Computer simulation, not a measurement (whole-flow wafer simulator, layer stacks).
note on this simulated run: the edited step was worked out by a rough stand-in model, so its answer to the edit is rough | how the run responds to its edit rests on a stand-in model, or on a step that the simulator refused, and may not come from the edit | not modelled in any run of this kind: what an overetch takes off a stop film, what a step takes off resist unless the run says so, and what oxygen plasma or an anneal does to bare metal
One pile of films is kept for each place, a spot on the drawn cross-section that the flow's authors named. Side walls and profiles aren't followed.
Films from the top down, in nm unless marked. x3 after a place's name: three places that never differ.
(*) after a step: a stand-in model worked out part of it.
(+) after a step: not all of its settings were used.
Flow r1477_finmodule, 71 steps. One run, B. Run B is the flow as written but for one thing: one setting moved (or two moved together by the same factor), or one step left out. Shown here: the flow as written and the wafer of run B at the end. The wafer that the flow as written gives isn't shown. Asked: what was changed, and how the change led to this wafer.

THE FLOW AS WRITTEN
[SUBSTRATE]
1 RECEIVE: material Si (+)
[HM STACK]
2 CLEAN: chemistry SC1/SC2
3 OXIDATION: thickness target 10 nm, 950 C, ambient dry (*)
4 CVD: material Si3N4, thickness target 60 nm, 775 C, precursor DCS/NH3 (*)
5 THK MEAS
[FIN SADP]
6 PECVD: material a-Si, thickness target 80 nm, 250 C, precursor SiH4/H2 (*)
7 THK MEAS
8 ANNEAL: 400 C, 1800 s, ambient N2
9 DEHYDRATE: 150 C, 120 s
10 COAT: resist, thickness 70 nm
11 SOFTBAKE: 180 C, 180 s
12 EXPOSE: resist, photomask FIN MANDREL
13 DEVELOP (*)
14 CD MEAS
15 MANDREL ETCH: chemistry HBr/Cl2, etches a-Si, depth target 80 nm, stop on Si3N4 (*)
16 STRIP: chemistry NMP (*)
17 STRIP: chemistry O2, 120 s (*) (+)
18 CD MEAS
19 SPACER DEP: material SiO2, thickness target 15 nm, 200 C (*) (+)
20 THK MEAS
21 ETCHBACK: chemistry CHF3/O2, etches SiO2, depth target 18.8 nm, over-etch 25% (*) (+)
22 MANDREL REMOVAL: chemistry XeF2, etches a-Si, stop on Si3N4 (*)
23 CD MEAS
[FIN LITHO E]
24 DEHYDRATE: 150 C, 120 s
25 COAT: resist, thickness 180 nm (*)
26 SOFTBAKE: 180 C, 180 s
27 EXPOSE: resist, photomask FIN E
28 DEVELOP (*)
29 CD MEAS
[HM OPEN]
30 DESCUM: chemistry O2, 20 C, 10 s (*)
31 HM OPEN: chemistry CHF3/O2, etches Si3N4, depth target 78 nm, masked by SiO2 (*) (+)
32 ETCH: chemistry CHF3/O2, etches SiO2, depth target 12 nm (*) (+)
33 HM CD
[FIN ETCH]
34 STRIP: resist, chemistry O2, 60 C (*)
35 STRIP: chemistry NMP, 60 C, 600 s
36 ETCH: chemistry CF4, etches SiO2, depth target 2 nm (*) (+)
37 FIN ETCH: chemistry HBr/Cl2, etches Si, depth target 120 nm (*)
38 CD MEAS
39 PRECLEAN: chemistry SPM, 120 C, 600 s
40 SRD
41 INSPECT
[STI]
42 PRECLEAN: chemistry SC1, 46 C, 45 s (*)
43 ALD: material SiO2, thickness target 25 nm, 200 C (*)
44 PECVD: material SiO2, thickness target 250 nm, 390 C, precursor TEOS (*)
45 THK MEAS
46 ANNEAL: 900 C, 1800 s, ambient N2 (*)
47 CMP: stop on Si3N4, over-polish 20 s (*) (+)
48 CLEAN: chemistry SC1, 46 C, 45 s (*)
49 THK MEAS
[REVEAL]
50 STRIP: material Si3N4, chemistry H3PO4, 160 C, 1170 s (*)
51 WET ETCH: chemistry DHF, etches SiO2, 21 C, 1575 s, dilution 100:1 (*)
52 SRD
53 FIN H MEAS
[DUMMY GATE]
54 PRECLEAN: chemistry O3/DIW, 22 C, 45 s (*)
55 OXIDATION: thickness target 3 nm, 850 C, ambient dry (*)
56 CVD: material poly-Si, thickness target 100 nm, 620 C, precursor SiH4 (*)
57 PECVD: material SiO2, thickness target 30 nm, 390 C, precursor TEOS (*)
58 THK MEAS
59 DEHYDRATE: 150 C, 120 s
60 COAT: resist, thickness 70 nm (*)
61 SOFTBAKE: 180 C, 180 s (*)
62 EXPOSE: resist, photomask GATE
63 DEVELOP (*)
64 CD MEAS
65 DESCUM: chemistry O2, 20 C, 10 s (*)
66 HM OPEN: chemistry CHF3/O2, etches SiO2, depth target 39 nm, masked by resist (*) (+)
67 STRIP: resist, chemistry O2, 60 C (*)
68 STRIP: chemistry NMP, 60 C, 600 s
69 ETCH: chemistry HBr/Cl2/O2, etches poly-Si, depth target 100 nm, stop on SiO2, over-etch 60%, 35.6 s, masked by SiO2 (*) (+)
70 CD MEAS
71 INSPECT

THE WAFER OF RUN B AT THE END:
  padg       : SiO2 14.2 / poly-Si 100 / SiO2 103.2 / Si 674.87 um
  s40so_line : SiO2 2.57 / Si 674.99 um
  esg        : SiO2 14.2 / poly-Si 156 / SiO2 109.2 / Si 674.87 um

The cause: step 57, PECVD: thickness target 19.5 nm was run, where the flow has thickness target 30 nm.

How the change led to this, step by step:
  57 PECVD: material SiO2, thickness target 30 nm, 390 C, precursor TEOS (*)
      pad, padg, elg and 33 more: SiO2 +19.5 (new film) (as written it would be: SiO2 +30 (new film))
  66 HM OPEN: chemistry CHF3/O2, etches SiO2, depth target 39 nm, masked by resist (*) (+)
      pad, elo, eso and 15 more: SiO2 -19.5 (all of it), poly-Si -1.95 (as written it would be: SiO2 -30 (all of it), poly-Si -1.8)
      padg, elg, esg and 15 more: resist -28 (as written it would be: resist -37.4)
  67 STRIP: resist, chemistry O2, 60 C (*)
      padg, elg, esg: resist -25.2 (all of it) (as written it would be: resist -15.9 (all of it))
      e40lg, e100lg, e200lg: resist -22.1 (all of it) (as written it would be: resist -12.8 (all of it))
      (and at 12 more places)
